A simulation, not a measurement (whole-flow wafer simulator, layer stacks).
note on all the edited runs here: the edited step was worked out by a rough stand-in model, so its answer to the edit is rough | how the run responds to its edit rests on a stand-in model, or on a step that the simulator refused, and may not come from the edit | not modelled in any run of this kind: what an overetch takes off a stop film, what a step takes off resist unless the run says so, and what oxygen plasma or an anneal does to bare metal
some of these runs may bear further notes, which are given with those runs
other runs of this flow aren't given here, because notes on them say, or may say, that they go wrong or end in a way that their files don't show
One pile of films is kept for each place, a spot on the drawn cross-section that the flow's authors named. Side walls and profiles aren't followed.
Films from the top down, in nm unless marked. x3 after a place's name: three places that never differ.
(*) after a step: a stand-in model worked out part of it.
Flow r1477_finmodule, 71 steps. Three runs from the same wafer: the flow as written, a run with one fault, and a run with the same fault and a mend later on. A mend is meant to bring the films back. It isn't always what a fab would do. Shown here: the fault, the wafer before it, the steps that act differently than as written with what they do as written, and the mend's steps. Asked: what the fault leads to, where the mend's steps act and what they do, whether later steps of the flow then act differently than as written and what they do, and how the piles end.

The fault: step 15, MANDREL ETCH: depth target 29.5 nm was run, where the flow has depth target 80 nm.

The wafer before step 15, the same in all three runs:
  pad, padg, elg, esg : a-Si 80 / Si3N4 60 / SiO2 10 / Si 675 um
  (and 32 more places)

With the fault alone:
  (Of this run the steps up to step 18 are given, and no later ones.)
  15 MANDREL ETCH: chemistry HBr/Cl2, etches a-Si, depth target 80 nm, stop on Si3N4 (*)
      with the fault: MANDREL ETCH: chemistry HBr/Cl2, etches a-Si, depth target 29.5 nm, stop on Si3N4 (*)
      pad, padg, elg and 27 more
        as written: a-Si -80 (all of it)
        with the fault: a-Si -29.5
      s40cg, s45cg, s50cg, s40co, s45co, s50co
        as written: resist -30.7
        with the fault: resist -11.3
  Later steps of the flow that act differently than as written:
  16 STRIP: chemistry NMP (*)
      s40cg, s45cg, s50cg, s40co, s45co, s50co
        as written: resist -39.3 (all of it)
        with the fault: resist -58.7 (all of it)
  After step 18 the piles differ from the flow's by more than 2% or 0.5 nm, whichever is larger, at pad, padg, elg and 27 more.
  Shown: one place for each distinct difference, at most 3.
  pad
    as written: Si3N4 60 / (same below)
    with the fault: a-Si 50.5 / Si3N4 60 / (same below)

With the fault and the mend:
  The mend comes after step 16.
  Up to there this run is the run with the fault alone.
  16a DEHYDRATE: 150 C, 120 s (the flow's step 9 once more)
      changes no film at any place that is followed
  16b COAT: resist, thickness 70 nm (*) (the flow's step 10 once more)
      pad, padg, elg and 15 more
        resist +70 (new film)
      s40cg, s40co
        resist +50.6 (new film)
      s40sg, s40so
        resist +79.6 (new film)
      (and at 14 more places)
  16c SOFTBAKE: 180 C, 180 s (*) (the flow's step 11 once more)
      changes no film at any place that is followed
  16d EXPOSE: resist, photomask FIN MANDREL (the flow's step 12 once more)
      changes no film at any place that is followed
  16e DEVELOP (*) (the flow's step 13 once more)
      pad, padg, elg and 15 more
        resist -70 (all of it)
      s40sg, s40so
        resist -79.6 (all of it)
      s40sg_line, s40so_line
        resist -79.9 (all of it)
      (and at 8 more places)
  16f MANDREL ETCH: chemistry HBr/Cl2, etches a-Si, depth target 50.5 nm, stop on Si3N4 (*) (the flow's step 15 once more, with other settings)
      pad, padg, elg and 27 more
        a-Si -50.5 (all of it)
      s40cg, s45cg, s50cg, s40co, s45co, s50co
        resist -19.4
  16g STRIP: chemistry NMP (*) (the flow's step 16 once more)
      s40cg, s40co
        resist -31.2 (all of it)
      s45cg, s45co
        resist -32.4 (all of it)
      s50cg, s50co
        resist -33.7 (all of it)
  No later step of the flow acts differently than as written at any place that is followed.
  At the end the piles are the same as the flow's at every place that both follow.
